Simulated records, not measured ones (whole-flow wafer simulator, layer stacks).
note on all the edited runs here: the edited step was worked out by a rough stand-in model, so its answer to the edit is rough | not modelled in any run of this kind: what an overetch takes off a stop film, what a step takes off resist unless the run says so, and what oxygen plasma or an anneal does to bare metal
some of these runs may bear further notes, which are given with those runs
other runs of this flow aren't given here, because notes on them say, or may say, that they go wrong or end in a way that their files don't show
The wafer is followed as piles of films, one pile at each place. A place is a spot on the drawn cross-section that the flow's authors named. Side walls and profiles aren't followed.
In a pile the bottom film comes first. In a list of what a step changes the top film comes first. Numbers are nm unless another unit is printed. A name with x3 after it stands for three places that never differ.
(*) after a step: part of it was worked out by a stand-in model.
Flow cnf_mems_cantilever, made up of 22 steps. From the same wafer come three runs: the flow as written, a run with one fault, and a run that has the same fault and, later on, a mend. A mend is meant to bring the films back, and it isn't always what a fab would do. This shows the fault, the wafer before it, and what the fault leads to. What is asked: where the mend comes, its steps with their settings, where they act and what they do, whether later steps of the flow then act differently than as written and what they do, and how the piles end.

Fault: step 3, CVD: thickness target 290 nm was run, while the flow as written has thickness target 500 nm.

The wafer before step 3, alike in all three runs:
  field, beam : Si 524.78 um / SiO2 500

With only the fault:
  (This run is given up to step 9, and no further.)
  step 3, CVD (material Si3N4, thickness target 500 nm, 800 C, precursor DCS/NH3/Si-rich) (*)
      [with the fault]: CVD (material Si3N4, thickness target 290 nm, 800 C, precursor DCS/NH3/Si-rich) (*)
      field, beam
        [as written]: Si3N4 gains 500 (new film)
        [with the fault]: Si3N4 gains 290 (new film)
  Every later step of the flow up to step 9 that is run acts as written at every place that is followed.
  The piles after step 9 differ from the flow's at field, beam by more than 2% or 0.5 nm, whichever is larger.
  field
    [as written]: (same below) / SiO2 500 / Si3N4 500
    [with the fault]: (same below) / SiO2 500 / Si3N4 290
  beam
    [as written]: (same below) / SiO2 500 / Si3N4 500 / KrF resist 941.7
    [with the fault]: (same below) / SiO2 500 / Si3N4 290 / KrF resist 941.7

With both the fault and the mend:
  After step 9 comes the mend.
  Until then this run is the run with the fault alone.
  step 9a, STRIP (chemistry O2, power 800 W) (*)
      beam
        KrF resist loses 941.7 (all of it)
  step 9b, CLEAN (chemistry SC1/SC2) (*) (the flow's step 1 again)
      does not change any film at any place that is followed
  step 9c, CVD (material Si3N4, thickness target 210 nm, 800 C, precursor DCS/NH3/Si-rich) (*) (the flow's step 3 again, with other settings)
      field, beam
        Si3N4 gains 210
  step 9d, HMDS (the flow's step 4 again)
      does not change any film at any place that is followed
  step 9e, COAT (KrF resist, thickness 1000 nm) (the flow's step 5 again)
      field, beam
        KrF resist gains 1000 (new film)
  step 9f, SOFTBAKE (KrF resist) (the flow's step 6 again)
      does not change any film at any place that is followed
  step 9g, EXPOSE (photomask CANTILEVER) (the flow's step 7 again)
      does not change any film at any place that is followed
  step 9h, PEB (KrF resist, 135 C, 90 s) (the flow's step 8 again)
      field, beam
        KrF resist loses 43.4
  step 9i, DEVELOP (developer TMAH-0.26N, 60 s) (the flow's step 9 again)
      field
        KrF resist loses 956.6 (all of it)
      beam
        KrF resist loses 14.9
  Every later step of the flow that is run acts as written at every place that is followed.
  The piles end the same as the flow's at every place that both follow.
